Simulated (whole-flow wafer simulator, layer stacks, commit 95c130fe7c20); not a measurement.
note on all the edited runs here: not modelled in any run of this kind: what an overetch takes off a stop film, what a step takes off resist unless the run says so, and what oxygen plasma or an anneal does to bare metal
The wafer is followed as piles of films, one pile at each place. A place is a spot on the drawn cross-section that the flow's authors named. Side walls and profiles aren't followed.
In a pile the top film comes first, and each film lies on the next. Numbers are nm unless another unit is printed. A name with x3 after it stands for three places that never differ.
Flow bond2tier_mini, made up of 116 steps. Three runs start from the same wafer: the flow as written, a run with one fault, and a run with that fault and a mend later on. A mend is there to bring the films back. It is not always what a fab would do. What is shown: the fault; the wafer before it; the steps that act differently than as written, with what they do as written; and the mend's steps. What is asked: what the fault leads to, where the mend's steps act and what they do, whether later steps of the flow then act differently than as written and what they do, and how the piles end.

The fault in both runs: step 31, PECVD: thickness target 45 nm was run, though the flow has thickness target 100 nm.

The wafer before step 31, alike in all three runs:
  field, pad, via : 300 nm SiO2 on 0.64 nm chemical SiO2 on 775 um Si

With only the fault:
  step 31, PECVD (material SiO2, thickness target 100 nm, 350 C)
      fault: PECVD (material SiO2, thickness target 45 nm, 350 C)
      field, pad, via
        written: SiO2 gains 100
        fault: SiO2 gains 45
  None of the later steps of the flow acts differently than as written at any place that is followed.
  At field, pad, the piles at the end differ from the flow's by more than 2% or 0.5 nm, whichever is larger.
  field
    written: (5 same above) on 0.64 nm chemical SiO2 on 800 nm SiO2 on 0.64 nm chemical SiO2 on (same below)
    fault: (5 same above) on 0.64 nm chemical SiO2 on 745 nm SiO2 on 0.64 nm chemical SiO2 on (same below)
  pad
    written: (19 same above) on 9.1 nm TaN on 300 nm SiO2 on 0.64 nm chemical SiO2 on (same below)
    fault: (19 same above) on 9.1 nm TaN on 245 nm SiO2 on 0.64 nm chemical SiO2 on (same below)

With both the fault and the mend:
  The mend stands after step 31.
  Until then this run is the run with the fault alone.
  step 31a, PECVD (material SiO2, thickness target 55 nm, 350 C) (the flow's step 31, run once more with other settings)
      field, pad, via
        SiO2 gains 55
  None of the later steps of the flow acts differently than as written at any place that is followed.
  By the end, the piles equal the flow's at every place that both follow.
